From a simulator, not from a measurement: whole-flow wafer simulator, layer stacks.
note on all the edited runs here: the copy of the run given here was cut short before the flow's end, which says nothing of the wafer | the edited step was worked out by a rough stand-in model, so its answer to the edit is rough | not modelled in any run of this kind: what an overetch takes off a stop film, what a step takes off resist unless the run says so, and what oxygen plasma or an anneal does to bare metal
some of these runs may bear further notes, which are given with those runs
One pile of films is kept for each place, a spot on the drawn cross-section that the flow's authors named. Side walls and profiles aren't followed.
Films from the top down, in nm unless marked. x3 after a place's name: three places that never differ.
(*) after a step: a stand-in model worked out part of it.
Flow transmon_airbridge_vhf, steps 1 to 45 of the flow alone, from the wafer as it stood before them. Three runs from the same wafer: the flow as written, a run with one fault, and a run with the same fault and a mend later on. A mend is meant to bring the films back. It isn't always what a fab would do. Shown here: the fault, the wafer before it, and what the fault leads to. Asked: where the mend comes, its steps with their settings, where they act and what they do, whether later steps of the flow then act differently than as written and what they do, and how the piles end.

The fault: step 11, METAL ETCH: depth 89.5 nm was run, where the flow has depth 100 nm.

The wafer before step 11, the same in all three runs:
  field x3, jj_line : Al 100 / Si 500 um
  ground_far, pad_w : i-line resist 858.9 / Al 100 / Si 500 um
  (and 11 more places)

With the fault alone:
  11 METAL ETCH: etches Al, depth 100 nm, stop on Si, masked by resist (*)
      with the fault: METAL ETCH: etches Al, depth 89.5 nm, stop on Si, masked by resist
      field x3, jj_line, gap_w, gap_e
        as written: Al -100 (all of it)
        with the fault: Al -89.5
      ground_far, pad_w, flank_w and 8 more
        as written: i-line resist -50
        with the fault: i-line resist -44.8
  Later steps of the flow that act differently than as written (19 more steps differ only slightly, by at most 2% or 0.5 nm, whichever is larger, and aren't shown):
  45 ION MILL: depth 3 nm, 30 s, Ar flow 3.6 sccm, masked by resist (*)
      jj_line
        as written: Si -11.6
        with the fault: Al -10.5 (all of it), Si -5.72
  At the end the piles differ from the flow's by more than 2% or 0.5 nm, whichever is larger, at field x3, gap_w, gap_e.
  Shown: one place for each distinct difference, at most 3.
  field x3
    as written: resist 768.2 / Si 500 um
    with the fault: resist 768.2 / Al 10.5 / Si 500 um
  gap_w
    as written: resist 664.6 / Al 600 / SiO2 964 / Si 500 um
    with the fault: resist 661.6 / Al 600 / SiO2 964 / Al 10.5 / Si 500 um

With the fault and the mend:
  The mend comes after step 11.
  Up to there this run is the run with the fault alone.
  11a METAL ETCH: etches Al, depth 10.5 nm, stop on Si, masked by resist (*) (the flow's step 11 once more, with other settings)
      ground_far, pad_w, flank_w and 8 more
        i-line resist -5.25
      field x3, jj_line, gap_w, gap_e
        Al -10.5 (all of it)
  No later step of the flow acts differently than as written at any place that is followed.
  At the end the piles are the same as the flow's at every place that both follow.
